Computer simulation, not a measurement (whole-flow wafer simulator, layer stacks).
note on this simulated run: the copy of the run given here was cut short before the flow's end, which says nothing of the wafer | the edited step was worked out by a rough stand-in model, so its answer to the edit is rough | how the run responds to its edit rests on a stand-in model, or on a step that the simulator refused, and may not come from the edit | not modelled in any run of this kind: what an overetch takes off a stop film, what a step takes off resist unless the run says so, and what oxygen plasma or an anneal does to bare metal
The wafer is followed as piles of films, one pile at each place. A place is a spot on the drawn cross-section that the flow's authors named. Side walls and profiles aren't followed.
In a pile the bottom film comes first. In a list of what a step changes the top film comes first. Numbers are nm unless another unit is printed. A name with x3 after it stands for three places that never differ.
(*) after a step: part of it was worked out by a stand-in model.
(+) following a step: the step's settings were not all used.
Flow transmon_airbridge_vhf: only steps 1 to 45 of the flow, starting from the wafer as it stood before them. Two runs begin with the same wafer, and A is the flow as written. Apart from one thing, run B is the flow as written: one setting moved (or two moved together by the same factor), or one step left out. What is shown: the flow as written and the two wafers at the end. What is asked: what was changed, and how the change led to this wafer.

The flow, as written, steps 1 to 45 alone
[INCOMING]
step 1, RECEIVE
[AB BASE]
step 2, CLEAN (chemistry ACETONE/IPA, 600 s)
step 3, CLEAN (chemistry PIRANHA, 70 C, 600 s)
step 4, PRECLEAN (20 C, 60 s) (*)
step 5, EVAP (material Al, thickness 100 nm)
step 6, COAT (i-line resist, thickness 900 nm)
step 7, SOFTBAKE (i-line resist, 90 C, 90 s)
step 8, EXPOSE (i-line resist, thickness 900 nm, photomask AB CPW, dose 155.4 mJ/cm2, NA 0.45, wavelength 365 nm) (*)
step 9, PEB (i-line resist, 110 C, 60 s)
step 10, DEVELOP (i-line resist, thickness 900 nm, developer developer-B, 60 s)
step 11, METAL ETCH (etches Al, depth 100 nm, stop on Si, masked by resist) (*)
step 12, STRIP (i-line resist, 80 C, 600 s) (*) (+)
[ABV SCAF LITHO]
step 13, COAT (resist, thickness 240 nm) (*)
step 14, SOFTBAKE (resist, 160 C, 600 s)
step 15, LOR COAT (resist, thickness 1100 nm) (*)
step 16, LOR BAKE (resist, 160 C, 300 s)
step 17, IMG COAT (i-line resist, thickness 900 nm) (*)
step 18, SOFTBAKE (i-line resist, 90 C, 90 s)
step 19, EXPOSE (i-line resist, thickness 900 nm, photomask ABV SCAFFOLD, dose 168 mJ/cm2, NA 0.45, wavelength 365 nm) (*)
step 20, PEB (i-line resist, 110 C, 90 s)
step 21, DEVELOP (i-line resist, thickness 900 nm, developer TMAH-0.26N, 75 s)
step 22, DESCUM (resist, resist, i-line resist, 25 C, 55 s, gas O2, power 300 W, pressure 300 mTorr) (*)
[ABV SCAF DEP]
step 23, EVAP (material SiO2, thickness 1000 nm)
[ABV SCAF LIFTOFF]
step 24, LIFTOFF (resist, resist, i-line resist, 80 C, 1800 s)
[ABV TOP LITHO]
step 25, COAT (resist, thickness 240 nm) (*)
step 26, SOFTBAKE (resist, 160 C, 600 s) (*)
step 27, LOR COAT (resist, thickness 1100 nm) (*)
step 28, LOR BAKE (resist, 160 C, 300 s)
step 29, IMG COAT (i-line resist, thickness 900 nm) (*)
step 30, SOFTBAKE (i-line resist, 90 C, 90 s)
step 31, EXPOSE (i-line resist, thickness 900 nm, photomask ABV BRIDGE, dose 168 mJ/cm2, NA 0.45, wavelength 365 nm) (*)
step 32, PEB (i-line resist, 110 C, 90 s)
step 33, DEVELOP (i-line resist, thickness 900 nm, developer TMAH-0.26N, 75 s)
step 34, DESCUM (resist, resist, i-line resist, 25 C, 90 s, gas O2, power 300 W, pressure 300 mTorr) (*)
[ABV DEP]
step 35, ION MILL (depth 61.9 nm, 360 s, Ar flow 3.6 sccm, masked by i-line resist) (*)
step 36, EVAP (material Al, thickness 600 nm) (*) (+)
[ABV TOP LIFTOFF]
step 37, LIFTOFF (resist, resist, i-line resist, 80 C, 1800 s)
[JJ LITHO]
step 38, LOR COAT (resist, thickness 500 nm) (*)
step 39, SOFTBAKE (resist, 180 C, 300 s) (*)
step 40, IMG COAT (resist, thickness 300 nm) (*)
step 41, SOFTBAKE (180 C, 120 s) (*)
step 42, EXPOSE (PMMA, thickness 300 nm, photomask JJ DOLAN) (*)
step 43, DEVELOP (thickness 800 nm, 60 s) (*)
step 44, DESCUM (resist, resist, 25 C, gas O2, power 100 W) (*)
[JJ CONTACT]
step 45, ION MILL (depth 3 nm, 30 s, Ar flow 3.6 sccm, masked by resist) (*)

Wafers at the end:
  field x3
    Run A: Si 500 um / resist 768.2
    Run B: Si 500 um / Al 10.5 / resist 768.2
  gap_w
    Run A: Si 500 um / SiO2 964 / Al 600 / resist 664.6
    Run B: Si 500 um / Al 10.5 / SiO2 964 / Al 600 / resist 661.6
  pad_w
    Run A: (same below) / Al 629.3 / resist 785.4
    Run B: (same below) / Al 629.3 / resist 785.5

What caused this: step 11, METAL ETCH: depth 89.5 nm was run, while the flow as written has depth 100 nm.

The path from the change to this, step by step:
  step 11, METAL ETCH (etches Al, depth 100 nm, stop on Si, masked by resist) (*)
      field x3, jj_line, gap_w, gap_e: A -100 Al (all of it) | B -89.5 Al
      ground_far, pad_w, flank_w and 8 more: A -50 i-line resist | B -44.8 i-line resist
  step 45, ION MILL (depth 3 nm, 30 s, Ar flow 3.6 sccm, masked by resist) (*)
      jj_line: A -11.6 Si | B -10.5 Al (all of it), -5.72 Si
With metal films that touch counted as one body, field x3 has 1 body; the flow as written gives 0 bodies.
With metal films that touch counted as one body, gap_w has 2 bodies (between them, from the top down: SiO2 964); the flow as written gives 1 body.
